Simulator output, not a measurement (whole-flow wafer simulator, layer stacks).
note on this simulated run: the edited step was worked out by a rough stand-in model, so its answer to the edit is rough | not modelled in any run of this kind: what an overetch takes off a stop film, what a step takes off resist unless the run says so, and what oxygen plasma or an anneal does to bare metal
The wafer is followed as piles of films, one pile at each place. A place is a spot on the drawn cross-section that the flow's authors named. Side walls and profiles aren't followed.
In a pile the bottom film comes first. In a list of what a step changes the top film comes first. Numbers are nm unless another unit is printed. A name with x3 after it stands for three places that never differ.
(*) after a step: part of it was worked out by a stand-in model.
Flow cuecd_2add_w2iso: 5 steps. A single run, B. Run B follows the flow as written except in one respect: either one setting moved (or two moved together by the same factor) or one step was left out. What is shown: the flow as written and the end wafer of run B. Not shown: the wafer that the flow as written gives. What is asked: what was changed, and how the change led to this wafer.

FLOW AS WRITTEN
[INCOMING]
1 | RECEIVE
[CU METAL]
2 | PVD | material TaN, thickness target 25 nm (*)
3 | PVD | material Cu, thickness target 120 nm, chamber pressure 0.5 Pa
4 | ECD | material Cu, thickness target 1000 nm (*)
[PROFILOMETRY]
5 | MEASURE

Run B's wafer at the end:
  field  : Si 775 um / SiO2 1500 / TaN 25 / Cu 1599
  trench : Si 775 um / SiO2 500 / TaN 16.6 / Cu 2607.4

Cause: step 4, ECD: thickness target 1479 nm was run, though the flow has thickness target 1000 nm.

The path from the change to this, step by step:
  4 | ECD | material Cu, thickness target 1000 nm (*)
      field: +1479 Cu (as written it would have been: +1000 Cu)
      trench: +2526.6 Cu (as written it would have been: +2047.6 Cu)
